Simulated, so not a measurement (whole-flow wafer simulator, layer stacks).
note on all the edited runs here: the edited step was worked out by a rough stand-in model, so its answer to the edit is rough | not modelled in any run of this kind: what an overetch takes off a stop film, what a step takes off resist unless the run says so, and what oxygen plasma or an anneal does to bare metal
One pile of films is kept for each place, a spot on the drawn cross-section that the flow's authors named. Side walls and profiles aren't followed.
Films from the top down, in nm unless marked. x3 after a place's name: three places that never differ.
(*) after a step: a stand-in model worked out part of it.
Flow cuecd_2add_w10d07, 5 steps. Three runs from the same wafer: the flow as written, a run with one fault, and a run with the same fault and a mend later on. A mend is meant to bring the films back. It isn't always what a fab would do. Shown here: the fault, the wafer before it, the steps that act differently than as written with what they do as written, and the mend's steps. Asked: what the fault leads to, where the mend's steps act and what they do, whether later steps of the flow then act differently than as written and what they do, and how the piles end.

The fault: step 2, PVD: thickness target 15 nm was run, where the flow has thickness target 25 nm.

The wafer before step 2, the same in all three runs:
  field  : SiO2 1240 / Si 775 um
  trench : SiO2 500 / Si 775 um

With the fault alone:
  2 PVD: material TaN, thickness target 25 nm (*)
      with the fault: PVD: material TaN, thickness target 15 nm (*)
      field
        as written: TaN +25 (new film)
        with the fault: TaN +15 (new film)
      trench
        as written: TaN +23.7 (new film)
        with the fault: TaN +14.2 (new film)
  No later step of the flow acts differently than as written at any place that is followed.
  At the end the piles differ from the flow's by more than 2% or 0.5 nm, whichever is larger, at field, trench.
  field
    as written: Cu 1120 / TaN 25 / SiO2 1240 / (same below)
    with the fault: Cu 1120 / TaN 15 / SiO2 1240 / (same below)
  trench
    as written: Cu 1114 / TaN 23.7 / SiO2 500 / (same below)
    with the fault: Cu 1114 / TaN 14.2 / SiO2 500 / (same below)

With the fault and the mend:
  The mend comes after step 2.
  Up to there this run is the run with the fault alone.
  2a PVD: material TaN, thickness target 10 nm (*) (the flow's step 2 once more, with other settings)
      field
        TaN +10
      trench
        TaN +9.46
  No later step of the flow acts differently than as written at any place that is followed.
  At the end the piles are the same as the flow's at every place that both follow.
